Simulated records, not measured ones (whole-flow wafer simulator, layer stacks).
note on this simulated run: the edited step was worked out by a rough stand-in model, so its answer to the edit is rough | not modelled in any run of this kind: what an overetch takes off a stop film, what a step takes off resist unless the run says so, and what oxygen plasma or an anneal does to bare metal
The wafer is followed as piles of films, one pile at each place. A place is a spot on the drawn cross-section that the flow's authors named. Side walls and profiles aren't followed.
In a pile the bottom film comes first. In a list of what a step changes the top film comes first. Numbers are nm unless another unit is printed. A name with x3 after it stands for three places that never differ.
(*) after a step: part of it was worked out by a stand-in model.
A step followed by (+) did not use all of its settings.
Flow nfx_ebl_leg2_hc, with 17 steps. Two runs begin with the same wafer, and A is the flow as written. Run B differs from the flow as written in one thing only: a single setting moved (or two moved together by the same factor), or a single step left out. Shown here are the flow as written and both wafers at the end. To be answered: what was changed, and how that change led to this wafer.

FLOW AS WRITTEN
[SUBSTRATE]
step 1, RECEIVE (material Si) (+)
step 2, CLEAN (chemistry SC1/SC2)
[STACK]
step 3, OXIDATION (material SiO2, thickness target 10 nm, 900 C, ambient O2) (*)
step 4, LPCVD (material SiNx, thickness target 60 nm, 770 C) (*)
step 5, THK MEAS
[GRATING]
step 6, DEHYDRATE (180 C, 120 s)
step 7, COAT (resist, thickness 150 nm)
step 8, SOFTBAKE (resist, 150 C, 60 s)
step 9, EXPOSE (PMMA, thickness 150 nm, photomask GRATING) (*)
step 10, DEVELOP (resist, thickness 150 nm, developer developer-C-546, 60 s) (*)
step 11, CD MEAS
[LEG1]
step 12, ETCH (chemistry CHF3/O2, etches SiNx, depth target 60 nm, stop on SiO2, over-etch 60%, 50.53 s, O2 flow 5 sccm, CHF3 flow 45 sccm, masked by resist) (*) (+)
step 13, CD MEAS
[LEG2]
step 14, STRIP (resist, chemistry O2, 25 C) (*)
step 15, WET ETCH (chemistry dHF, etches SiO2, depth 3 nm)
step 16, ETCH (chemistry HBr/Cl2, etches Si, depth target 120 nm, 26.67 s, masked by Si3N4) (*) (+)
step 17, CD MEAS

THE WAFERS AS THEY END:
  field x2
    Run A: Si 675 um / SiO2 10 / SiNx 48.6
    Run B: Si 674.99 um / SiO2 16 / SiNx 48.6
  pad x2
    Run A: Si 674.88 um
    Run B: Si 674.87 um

What caused this: step 3, OXIDATION: thickness target 16 nm was run, while the flow as written has thickness target 10 nm.
One can read it off the wafer: field x2 has SiO2 16, and step 3 as written asks for 10 nm.

Step by step, how the change led to this:
  step 3, OXIDATION (material SiO2, thickness target 10 nm, 900 C, ambient O2) (*)
      field x2, pad x2: A +10 SiO2 (new film), -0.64 chemical SiO2 (all of it), -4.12 Si | B +16 SiO2 (new film), -0.64 chemical SiO2 (all of it), -6.76 Si
  step 12, ETCH (chemistry CHF3/O2, etches SiNx, depth target 60 nm, stop on SiO2, over-etch 60%, 50.53 s, O2 flow 5 sccm, CHF3 flow 45 sccm, masked by resist) (*) (+)
      pad x2: A -60 SiNx (all of it), -10 SiO2 (all of it) | B -60 SiNx (all of it), -16 SiO2 (all of it)
